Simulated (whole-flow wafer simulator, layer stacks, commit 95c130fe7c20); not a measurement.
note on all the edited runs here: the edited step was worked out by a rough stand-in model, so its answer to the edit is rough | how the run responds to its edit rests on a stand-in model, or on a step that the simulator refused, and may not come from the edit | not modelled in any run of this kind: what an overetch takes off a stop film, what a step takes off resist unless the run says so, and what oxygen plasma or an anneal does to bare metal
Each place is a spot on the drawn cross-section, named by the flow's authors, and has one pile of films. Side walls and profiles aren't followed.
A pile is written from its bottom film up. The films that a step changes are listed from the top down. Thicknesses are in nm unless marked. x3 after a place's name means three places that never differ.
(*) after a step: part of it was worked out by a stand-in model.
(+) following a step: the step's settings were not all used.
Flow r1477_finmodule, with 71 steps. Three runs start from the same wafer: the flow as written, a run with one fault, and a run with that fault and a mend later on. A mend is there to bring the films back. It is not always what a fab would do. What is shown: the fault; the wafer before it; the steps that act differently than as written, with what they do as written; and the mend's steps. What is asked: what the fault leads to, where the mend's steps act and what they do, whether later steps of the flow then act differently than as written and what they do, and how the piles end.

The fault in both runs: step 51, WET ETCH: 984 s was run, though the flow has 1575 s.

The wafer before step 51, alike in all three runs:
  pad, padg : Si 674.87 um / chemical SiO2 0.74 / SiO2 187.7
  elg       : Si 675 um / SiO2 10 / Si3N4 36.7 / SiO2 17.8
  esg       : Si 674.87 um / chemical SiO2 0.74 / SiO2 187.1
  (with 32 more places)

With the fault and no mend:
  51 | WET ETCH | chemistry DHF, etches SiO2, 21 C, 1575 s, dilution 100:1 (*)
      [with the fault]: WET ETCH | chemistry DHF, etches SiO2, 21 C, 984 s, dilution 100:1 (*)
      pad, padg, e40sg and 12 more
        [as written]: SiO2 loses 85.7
        [with the fault]: SiO2 loses 53.5
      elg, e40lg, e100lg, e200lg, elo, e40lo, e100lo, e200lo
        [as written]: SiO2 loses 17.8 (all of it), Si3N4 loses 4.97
        [with the fault]: SiO2 loses 17.8 (all of it), Si3N4 loses 2.56
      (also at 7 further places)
  Steps later in the flow that act otherwise than as written (1 other step is not shown; it differs only slightly, by no more than 2% or 0.5 nm, whichever is larger):
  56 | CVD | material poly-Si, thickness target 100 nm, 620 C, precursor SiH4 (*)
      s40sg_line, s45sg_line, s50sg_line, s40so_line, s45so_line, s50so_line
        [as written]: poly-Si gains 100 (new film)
        [with the fault]: poly-Si gains 109.6 (new film)
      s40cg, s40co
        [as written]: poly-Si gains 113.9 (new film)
        [with the fault]: poly-Si gains 100 (new film)
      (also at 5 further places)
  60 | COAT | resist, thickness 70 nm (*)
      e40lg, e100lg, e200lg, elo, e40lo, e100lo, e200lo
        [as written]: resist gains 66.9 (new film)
        [with the fault]: resist gains 68.4 (new film)
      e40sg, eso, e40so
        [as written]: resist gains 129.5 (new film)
        [with the fault]: resist gains 101.3 (new film)
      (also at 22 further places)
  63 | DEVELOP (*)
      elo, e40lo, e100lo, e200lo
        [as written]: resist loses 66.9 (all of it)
        [with the fault]: resist loses 68.4 (all of it)
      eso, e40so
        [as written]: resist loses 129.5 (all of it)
        [with the fault]: resist loses 101.3 (all of it)
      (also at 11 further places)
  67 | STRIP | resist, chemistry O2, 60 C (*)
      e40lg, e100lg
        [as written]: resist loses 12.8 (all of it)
        [with the fault]: resist loses 14.2 (all of it)
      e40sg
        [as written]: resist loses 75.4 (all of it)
        [with the fault]: resist loses 47.1 (all of it)
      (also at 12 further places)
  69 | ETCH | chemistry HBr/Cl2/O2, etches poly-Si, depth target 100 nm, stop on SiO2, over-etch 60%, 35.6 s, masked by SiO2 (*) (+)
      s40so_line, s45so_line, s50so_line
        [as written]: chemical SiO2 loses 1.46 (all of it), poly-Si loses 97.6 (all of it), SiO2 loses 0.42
        [with the fault]: chemical SiO2 loses 1.3 (all of it), poly-Si loses 107.2 (all of it), SiO2 loses 0.26
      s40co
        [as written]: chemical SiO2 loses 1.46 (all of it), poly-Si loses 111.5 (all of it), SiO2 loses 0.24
        [with the fault]: chemical SiO2 loses 1.3 (all of it), poly-Si loses 97.6 (all of it), SiO2 loses 0.42
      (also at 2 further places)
  At pad, padg, elg and 30 more, the piles at the end differ from the flow's by more than 2% or 0.5 nm, whichever is larger.
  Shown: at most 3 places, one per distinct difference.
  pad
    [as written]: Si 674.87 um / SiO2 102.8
    [with the fault]: Si 674.87 um / SiO2 134.9
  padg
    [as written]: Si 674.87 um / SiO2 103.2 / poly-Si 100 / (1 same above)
    [with the fault]: Si 674.87 um / SiO2 135.3 / poly-Si 100 / (1 same above)
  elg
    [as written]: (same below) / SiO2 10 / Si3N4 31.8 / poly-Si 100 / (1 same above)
    [with the fault]: (same below) / SiO2 10 / Si3N4 34.2 / poly-Si 100 / (1 same above)

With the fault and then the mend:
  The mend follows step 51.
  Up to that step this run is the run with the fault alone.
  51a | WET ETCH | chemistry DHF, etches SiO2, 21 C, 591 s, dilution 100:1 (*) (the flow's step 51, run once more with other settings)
      pad, padg, e40sg and 12 more
        SiO2 loses 32.2
      elg, e40lg, e100lg, e200lg, elo, e40lo, e100lo, e200lo
        Si3N4 loses 2.49
      esg, s40cg, s45cg, s50cg, s40co, s45co, s50co
        SiO2 loses 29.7
  None of the later steps of the flow differs from how it acts as written, at any place that is followed, by more than 2% or 0.5 nm, whichever is larger.
  The piles end only slightly different from the flow's at the places that both follow, by no more than 2% or 0.5 nm, whichever is larger.
